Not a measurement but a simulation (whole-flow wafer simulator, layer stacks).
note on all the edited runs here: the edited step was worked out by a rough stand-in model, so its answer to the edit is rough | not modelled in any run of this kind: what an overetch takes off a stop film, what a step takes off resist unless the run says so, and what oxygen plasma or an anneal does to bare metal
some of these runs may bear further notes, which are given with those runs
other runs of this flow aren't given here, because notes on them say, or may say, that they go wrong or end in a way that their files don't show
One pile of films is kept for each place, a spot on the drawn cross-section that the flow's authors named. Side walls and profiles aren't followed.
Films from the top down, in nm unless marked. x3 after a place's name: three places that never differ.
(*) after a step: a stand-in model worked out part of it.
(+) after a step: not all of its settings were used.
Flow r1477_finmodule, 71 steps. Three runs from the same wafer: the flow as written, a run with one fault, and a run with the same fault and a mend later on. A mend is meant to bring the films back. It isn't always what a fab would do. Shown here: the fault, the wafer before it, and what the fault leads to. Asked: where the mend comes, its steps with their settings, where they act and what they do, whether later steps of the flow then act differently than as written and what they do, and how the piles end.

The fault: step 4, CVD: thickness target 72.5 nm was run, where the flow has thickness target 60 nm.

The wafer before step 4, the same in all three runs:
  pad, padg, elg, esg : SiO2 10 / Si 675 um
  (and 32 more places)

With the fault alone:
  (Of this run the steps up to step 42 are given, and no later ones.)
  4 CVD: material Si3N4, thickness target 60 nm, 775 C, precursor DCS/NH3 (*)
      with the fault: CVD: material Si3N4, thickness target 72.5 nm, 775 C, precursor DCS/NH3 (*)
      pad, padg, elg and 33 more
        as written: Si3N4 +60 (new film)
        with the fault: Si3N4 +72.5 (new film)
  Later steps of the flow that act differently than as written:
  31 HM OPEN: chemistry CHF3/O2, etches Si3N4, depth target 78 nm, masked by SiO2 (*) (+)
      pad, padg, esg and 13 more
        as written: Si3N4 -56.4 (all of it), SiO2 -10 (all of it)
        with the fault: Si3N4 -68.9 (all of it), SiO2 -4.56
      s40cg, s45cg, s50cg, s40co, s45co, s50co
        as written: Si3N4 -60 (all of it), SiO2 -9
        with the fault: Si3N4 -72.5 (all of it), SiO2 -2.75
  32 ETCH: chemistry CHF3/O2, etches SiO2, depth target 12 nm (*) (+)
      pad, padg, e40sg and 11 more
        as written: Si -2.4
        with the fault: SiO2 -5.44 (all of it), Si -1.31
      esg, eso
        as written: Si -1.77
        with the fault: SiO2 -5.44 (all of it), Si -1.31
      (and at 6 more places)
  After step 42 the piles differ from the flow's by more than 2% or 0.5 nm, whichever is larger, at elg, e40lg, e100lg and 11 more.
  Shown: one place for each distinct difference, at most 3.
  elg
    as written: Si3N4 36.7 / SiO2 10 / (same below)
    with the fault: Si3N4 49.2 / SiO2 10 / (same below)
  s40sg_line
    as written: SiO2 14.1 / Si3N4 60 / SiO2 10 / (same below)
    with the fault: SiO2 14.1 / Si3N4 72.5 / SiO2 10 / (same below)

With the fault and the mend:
  The mend comes after step 5.
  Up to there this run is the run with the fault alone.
  5a ETCH: chemistry h3po4, depth target 83.37 nm
      pad, padg, elg and 33 more
        Si3N4 -72.5 (all of it)
  5b CLEAN: chemistry SC1/SC2 (the flow's step 2 once more)
      changes no film at any place that is followed
  5c CVD: material Si3N4, thickness target 60 nm, 775 C, precursor DCS/NH3 (*) (the flow's step 4 once more)
      pad, padg, elg and 33 more
        Si3N4 +60 (new film)
  No later step of the flow acts differently than as written at any place that is followed.
  At the end the piles are the same as the flow's at every place that both follow.
